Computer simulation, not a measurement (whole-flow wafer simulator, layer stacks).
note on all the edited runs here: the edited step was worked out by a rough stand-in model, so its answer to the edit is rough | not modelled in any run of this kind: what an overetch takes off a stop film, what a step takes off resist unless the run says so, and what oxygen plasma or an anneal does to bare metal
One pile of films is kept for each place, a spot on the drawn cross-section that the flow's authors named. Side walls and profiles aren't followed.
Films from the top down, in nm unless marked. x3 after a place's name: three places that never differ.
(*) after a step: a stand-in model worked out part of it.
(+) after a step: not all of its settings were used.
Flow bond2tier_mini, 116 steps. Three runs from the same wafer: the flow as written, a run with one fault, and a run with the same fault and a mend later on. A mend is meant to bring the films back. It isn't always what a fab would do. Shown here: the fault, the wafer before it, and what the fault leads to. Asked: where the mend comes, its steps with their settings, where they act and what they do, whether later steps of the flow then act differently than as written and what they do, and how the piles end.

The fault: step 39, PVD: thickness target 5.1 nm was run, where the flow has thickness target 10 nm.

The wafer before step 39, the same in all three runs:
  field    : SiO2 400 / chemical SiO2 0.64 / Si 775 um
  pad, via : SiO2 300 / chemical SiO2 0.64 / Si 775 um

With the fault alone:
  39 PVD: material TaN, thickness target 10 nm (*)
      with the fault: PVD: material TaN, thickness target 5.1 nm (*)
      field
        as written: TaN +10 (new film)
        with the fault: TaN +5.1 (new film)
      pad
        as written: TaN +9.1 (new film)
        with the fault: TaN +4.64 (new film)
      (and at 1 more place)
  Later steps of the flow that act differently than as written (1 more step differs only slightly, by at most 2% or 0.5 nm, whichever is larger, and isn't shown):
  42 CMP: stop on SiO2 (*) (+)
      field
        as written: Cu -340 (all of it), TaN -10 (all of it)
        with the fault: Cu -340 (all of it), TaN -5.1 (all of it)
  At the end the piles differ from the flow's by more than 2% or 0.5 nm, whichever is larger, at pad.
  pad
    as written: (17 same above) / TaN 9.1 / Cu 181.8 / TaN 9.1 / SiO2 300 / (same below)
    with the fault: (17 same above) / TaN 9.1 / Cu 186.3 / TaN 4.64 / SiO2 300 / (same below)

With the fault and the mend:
  The mend comes after step 39.
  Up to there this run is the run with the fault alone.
  39a PVD: material TaN, thickness target 4.9 nm (*) (the flow's step 39 once more, with other settings)
      field
        TaN +4.9
      pad
        TaN +4.46
      via
        TaN +4.89
  No later step of the flow acts differently than as written at any place that is followed.
  At the end the piles are the same as the flow's at every place that both follow.
